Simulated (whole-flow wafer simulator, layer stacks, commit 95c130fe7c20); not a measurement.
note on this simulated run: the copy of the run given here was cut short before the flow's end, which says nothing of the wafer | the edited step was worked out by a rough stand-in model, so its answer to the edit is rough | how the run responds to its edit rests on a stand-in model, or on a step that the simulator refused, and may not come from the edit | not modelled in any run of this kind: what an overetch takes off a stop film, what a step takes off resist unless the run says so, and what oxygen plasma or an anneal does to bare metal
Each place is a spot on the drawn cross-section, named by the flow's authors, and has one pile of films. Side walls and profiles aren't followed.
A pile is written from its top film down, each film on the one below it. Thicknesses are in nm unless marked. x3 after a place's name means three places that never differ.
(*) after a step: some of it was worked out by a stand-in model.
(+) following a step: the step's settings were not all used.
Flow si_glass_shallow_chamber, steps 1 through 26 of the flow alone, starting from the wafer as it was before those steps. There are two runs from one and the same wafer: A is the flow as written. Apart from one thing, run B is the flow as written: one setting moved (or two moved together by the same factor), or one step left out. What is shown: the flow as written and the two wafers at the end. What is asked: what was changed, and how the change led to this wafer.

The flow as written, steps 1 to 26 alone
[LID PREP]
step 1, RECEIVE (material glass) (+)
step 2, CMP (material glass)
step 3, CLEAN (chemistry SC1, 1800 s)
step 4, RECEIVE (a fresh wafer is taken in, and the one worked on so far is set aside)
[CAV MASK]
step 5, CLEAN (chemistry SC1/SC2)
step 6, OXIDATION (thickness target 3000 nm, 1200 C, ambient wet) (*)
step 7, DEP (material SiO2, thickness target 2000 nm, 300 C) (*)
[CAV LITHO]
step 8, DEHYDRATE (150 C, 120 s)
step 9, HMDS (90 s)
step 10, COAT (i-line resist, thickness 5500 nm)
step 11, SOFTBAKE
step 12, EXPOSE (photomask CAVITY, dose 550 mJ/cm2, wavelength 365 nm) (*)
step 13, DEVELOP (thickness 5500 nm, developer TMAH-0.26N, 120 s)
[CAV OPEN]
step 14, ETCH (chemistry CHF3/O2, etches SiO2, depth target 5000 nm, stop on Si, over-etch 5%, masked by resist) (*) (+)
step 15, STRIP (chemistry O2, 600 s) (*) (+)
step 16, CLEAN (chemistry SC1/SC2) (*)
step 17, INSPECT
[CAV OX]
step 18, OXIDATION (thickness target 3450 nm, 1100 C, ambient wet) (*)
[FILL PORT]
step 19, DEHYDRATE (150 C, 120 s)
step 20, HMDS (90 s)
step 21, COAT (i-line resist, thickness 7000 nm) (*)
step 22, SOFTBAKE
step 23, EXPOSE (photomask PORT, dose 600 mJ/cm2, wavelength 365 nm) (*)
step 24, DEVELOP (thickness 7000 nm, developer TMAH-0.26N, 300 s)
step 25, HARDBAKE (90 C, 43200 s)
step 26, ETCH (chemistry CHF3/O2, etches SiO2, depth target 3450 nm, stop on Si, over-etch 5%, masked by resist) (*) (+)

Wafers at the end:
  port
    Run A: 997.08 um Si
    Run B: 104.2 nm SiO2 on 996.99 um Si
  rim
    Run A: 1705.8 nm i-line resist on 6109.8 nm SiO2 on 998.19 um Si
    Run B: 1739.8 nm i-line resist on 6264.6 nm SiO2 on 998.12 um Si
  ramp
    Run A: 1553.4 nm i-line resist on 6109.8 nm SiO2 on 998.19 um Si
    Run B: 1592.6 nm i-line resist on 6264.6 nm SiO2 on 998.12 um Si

Cause: step 18, OXIDATION: 1130 C was run, while the flow as written has 1100 C.

Step by step, how the change led to this:
  step 18, OXIDATION (thickness target 3450 nm, 1100 C, ambient wet) (*)
      rim, ramp, septum, ring: A +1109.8 SiO2, -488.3 Si | B +1264.6 SiO2, -556.4 Si
      cav, port: A +3450 SiO2 (new film), -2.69 chemical SiO2 (all of it), -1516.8 Si | B +3726.7 SiO2 (new film), -2.69 chemical SiO2 (all of it), -1638.6 Si
  step 25, HARDBAKE (90 C, 43200 s)
      ramp: A -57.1 i-line resist | B -58.4 i-line resist
  step 26, ETCH (chemistry CHF3/O2, etches SiO2, depth target 3450 nm, stop on Si, over-etch 5%, masked by resist) (*) (+)
      port: A -3450 SiO2 (all of it), -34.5 Si | B -3622.5 SiO2
